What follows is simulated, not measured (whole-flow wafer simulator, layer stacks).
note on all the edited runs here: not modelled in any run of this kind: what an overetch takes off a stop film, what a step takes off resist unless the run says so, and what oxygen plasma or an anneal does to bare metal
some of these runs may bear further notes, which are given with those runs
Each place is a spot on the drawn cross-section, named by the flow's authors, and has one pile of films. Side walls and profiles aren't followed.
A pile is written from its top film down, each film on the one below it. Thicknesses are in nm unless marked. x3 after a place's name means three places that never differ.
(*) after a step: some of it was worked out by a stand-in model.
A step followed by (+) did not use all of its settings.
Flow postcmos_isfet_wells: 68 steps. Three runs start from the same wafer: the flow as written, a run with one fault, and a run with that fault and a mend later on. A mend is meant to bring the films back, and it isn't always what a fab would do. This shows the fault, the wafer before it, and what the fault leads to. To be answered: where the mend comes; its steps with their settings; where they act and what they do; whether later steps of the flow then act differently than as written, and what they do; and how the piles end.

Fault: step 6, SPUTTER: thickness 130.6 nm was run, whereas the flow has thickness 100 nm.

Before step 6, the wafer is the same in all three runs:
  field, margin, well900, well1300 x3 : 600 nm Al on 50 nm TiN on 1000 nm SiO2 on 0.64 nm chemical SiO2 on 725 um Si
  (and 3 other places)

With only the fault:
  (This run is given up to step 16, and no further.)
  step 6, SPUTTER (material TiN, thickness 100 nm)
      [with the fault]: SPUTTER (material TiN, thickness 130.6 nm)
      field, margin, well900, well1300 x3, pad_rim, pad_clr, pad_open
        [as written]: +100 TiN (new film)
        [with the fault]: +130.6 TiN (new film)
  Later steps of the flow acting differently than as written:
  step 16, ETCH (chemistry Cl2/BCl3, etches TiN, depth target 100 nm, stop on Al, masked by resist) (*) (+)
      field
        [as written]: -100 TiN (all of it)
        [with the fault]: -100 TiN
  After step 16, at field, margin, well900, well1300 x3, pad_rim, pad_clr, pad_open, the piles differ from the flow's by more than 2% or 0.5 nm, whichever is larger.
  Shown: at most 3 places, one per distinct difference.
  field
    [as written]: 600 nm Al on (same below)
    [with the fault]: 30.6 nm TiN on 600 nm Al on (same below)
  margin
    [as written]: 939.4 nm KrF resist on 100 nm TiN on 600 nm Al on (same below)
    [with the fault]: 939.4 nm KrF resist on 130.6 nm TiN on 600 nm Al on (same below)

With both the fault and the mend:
  After step 6 comes the mend.
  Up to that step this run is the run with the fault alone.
  step 6a, ETCH (chemistry peroxide tin strip, depth target 150.2 nm)
      field, margin, well900, well1300 x3, pad_rim, pad_clr, pad_open
        -130.6 TiN (all of it)
  step 6b, SPUTTER (material TiN, thickness 100 nm) (the flow's step 6 again)
      field, margin, well900, well1300 x3, pad_rim, pad_clr, pad_open
        +100 TiN (new film)
  None of the later steps of the flow acts differently than as written at any place that is followed.
  The piles end the same as the flow's at every place that both follow.
